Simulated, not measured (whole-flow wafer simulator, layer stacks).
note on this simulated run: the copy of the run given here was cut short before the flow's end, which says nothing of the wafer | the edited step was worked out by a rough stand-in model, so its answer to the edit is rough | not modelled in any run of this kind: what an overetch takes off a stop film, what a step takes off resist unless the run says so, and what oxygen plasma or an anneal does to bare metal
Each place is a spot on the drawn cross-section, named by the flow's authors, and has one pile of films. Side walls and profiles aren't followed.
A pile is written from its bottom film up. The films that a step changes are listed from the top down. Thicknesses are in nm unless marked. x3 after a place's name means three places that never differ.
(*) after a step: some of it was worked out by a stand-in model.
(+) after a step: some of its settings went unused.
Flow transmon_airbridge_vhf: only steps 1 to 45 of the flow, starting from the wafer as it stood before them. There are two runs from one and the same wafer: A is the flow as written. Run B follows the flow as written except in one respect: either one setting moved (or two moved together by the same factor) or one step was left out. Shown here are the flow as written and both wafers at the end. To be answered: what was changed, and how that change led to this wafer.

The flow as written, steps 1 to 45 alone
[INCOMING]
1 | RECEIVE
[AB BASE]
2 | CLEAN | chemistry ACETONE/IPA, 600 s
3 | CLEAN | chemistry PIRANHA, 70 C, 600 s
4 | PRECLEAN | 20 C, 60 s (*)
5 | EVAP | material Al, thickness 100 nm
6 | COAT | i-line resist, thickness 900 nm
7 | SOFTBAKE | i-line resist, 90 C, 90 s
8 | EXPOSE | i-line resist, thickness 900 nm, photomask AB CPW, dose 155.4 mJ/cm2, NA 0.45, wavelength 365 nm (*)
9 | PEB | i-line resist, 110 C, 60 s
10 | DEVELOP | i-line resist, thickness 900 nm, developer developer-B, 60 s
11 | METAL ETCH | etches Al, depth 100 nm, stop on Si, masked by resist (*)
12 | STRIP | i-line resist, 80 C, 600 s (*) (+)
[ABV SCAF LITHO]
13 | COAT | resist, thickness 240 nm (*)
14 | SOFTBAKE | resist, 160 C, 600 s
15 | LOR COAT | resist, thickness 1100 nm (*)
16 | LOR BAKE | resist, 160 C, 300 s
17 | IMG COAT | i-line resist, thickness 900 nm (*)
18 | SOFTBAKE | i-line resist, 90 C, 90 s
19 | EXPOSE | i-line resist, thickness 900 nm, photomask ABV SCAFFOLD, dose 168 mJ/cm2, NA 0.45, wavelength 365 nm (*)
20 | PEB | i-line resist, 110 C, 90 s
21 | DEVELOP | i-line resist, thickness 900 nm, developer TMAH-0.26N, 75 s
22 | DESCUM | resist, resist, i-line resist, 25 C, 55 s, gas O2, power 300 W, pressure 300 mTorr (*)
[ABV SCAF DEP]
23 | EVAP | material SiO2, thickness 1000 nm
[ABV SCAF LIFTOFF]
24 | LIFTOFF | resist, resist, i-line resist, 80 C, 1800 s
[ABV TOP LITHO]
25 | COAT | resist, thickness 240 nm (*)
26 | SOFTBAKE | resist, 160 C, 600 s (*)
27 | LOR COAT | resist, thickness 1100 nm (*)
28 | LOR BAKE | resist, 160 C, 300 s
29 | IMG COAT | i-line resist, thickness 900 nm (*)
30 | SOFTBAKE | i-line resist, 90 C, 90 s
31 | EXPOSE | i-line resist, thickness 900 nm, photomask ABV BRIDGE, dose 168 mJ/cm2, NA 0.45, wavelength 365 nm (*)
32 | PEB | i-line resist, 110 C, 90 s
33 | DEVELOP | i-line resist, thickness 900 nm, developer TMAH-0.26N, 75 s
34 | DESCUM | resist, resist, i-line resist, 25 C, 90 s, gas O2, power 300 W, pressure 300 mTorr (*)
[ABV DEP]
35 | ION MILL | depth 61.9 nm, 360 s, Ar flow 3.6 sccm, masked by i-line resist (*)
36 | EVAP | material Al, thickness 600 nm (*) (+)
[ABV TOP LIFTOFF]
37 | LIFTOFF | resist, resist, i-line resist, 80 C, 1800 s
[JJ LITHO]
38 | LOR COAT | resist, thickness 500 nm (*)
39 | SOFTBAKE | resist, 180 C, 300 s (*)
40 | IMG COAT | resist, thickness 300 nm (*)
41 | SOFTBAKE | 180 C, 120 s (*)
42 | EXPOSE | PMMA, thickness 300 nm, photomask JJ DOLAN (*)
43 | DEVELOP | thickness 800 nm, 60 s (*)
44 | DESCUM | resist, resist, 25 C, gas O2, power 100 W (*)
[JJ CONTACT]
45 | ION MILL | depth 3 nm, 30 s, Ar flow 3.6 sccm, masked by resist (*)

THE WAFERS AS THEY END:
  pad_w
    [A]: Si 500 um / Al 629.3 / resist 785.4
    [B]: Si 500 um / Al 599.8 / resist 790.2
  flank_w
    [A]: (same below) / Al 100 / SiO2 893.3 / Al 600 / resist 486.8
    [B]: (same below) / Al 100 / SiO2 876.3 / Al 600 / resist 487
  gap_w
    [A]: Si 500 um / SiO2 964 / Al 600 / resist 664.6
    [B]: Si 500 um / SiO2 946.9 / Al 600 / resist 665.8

What caused this: step 35, ION MILL: 531 s was run, whereas the flow has 360 s.

How this came from the change, step by step:
  35 | ION MILL | depth 61.9 nm, 360 s, Ar flow 3.6 sccm, masked by i-line resist (*)
      field x3, jj_line, ground_far, trace_open_s x2, margin_s, margin_n: A i-line resist loses 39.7 | B i-line resist loses 58.6
      flank_w, gap_w, cpw_trace, gap_e, flank_e, bridge_strip: A SiO2 loses 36 | B SiO2 loses 53.1
      (and at 2 other places as well)
  37 | LIFTOFF | resist, resist, i-line resist, 80 C, 1800 s
      field x3, jj_line, trace_open_s x2: A Al loses 600 (all of it), i-line resist loses 600 (all of it), resist loses 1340 (all of it) | B Al loses 600 (all of it), i-line resist loses 581.1 (all of it), resist loses 1340 (all of it)
      margin_s, margin_n: A Al loses 600 (all of it), i-line resist loses 318.3 (all of it), resist loses 992 (all of it) | B Al loses 600 (all of it), i-line resist loses 299.4 (all of it), resist loses 992 (all of it)
      (and at 1 other place as well)
